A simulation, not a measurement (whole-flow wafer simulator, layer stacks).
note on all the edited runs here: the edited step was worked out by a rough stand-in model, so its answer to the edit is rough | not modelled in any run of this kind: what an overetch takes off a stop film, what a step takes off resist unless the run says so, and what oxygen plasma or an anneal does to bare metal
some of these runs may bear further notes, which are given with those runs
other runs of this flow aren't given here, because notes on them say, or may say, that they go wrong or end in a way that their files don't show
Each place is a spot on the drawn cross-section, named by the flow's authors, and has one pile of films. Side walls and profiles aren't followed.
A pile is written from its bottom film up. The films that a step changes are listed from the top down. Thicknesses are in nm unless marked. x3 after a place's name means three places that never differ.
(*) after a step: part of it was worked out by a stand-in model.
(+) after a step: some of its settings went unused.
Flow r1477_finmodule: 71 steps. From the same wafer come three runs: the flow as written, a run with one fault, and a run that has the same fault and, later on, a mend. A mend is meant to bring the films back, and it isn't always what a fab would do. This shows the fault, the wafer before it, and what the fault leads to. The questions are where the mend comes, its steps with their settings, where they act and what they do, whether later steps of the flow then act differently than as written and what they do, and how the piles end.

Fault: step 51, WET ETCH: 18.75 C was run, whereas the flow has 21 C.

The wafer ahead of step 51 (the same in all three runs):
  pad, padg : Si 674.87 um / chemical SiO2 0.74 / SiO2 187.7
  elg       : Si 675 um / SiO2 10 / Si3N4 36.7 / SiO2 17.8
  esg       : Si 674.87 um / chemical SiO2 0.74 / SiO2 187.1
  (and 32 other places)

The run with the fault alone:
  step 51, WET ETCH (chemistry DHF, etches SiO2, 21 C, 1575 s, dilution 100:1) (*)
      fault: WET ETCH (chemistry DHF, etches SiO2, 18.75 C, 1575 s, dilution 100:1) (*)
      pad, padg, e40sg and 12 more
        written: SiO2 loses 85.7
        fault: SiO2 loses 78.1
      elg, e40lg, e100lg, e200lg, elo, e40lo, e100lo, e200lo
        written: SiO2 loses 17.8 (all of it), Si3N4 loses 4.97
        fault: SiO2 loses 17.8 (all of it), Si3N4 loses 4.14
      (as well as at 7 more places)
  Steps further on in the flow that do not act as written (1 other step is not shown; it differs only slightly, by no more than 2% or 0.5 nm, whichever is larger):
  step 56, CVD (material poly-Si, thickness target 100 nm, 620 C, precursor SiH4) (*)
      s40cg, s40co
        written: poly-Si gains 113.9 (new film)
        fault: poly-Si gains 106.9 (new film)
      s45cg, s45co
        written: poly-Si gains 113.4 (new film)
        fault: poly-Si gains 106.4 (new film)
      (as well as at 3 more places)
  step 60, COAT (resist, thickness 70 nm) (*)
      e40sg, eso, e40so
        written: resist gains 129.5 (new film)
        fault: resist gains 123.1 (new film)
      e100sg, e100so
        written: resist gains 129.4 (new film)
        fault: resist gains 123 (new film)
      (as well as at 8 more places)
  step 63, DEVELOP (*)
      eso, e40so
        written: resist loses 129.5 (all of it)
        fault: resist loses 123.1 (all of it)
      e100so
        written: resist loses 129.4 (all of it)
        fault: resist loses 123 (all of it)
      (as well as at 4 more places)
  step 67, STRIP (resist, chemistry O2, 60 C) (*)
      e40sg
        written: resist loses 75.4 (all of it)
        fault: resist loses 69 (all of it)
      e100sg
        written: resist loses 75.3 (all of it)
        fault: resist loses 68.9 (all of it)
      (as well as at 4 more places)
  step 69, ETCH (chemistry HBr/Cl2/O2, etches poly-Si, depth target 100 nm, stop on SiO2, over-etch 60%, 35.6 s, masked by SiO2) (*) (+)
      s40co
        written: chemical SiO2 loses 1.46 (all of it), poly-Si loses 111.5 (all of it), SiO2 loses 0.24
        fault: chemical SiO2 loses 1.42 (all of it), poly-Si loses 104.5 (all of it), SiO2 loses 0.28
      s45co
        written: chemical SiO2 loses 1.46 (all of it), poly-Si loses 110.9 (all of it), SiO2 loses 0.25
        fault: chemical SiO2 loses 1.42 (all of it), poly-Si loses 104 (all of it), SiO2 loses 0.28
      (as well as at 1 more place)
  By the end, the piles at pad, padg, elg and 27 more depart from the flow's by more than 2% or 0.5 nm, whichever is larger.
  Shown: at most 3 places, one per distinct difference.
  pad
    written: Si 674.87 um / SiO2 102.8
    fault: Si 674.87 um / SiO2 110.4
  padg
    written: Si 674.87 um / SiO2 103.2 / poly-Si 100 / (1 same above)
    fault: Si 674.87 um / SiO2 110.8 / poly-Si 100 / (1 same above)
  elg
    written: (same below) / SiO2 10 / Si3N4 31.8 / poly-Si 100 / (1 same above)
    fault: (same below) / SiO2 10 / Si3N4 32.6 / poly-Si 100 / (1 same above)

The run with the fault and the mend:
  The mend stands after step 51.
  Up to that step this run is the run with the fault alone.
  step 51a, WET ETCH (chemistry DHF, etches SiO2, 21 C, 136.7 s, dilution 100:1) (*) (the flow's step 51, run once more with other settings)
      pad, padg, e40sg and 12 more
        SiO2 loses 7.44
      elg, e40lg, e100lg, e200lg, elo, e40lo, e100lo, e200lo
        Si3N4 loses 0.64
      esg, s40cg, s45cg, s50cg, s40co, s45co, s50co
        SiO2 loses 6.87
  None of the later steps of the flow differs from how it acts as written, at any place that is followed, by more than 2% or 0.5 nm, whichever is larger.
  At the end the piles are close to the flow's at the places that both follow, differing by at most 2% or 0.5 nm, whichever is larger.
